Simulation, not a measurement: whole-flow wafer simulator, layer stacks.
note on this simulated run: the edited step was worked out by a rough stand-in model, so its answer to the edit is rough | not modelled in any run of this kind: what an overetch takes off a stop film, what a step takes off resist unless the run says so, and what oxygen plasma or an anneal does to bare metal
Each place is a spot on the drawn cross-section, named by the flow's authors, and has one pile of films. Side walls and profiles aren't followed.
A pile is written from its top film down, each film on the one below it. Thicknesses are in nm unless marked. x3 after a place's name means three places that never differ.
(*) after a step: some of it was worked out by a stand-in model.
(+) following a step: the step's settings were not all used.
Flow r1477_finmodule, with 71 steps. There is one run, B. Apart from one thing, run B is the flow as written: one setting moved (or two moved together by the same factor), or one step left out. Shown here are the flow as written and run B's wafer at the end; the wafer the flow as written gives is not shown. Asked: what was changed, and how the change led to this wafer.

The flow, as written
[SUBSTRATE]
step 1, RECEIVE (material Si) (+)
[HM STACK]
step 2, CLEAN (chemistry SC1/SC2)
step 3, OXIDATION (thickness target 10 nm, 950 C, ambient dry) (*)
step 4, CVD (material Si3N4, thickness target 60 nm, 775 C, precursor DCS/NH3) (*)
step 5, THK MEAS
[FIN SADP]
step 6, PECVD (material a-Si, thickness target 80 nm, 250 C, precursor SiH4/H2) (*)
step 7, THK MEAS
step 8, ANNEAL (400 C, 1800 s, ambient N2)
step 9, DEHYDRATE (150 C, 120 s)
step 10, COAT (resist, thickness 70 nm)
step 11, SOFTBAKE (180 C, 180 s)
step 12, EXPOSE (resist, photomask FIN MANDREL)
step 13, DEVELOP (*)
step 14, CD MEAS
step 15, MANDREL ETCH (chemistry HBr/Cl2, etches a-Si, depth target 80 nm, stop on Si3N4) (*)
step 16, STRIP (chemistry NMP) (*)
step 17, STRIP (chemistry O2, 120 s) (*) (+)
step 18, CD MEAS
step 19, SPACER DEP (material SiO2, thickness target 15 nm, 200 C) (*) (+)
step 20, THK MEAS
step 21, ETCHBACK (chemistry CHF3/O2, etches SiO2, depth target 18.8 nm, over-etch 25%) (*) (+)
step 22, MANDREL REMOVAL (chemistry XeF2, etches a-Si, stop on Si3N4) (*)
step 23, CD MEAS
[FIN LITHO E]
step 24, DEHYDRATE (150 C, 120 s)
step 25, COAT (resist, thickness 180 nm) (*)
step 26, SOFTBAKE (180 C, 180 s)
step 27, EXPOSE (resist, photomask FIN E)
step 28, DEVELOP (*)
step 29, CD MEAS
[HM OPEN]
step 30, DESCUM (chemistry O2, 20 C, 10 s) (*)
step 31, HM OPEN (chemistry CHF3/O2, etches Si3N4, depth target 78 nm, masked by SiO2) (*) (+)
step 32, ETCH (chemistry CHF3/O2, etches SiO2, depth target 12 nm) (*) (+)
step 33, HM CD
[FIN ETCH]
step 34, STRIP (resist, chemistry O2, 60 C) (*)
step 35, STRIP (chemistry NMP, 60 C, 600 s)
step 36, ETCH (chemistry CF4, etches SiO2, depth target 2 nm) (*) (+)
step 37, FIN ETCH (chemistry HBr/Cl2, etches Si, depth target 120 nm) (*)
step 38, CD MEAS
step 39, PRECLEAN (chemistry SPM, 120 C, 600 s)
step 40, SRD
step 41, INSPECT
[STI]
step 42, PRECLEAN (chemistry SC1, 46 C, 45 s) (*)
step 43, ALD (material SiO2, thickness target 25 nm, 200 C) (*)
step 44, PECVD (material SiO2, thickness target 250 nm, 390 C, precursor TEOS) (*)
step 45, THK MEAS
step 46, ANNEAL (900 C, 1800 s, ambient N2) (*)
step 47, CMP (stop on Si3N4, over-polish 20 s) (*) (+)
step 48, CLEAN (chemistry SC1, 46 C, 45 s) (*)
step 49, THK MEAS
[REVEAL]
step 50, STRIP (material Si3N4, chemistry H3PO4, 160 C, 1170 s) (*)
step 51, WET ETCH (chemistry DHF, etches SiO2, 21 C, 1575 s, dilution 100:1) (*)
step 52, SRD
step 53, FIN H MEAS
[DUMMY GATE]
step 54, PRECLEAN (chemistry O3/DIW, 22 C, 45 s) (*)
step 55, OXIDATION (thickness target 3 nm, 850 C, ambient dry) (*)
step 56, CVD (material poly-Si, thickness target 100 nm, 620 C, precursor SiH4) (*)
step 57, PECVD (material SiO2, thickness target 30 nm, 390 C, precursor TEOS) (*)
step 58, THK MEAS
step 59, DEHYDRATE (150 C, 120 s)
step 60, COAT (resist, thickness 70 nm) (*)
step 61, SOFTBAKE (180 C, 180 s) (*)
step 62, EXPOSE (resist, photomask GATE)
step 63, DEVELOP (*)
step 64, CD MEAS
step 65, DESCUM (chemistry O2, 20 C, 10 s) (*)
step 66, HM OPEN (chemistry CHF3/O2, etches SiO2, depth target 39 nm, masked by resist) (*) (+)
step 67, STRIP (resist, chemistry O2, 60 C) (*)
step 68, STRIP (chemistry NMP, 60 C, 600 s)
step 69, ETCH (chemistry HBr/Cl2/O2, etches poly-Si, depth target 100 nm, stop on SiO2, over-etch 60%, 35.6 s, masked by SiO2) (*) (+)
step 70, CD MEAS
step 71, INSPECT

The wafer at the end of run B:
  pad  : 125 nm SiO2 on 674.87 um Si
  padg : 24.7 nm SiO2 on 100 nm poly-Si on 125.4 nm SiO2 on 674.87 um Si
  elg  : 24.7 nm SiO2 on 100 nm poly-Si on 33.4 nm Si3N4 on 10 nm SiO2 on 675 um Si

What caused this: step 51, WET ETCH: 1166 s was run, while the flow as written has 1575 s.

How this came from the change, step by step:
  step 51, WET ETCH (chemistry DHF, etches SiO2, 21 C, 1575 s, dilution 100:1) (*)
      pad, padg, e40sg and 12 more: SiO2 loses 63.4 (it would be, as written: SiO2 loses 85.7)
      elg, e40lg, e100lg, e200lg, elo, e40lo, e100lo, e200lo: SiO2 loses 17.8 (all of it), Si3N4 loses 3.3 (it would be, as written: SiO2 loses 17.8 (all of it), Si3N4 loses 4.97)
      (and at 7 other places as well)
  step 56, CVD (material poly-Si, thickness target 100 nm, 620 C, precursor SiH4) (*)
      s40cg, s40co: poly-Si gains 100 (new film) (it would be, as written: poly-Si gains 113.9 (new film))
      s45cg, s45co: poly-Si gains 100 (new film) (it would be, as written: poly-Si gains 113.4 (new film))
      (and at 3 other places as well)
  step 60, COAT (resist, thickness 70 nm) (*)
      e40sg, eso, e40so: resist gains 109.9 (new film) (it would be, as written: resist gains 129.5 (new film))
      e100sg, e100so: resist gains 109.9 (new film) (it would be, as written: resist gains 129.4 (new film))
      (and at 20 other places as well)
  step 63, DEVELOP (*)
      eso, e40so: resist loses 109.9 (all of it) (it would be, as written: resist loses 129.5 (all of it))
      e100so: resist loses 109.9 (all of it) (it would be, as written: resist loses 129.4 (all of it))
      (and at 10 other places as well)
  step 67, STRIP (resist, chemistry O2, 60 C) (*)
      e40lg, e100lg, e200lg: resist loses 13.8 (all of it) (it would be, as written: resist loses 12.8 (all of it))
      e40sg: resist loses 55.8 (all of it) (it would be, as written: resist loses 75.4 (all of it))
      (and at 11 other places as well)
  step 69, ETCH (chemistry HBr/Cl2/O2, etches poly-Si, depth target 100 nm, stop on SiO2, over-etch 60%, 35.6 s, masked by SiO2) (*) (+)
      s40co: chemical SiO2 loses 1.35 (all of it), poly-Si loses 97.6 (all of it), SiO2 loses 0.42 (it would be, as written: chemical SiO2 loses 1.46 (all of it), poly-Si loses 111.5 (all of it), SiO2 loses 0.24)
      s45co: chemical SiO2 loses 1.35 (all of it), poly-Si loses 97.6 (all of it), SiO2 loses 0.42 (it would be, as written: chemical SiO2 loses 1.46 (all of it), poly-Si loses 110.9 (all of it), SiO2 loses 0.25)
      (and at 1 other place as well)
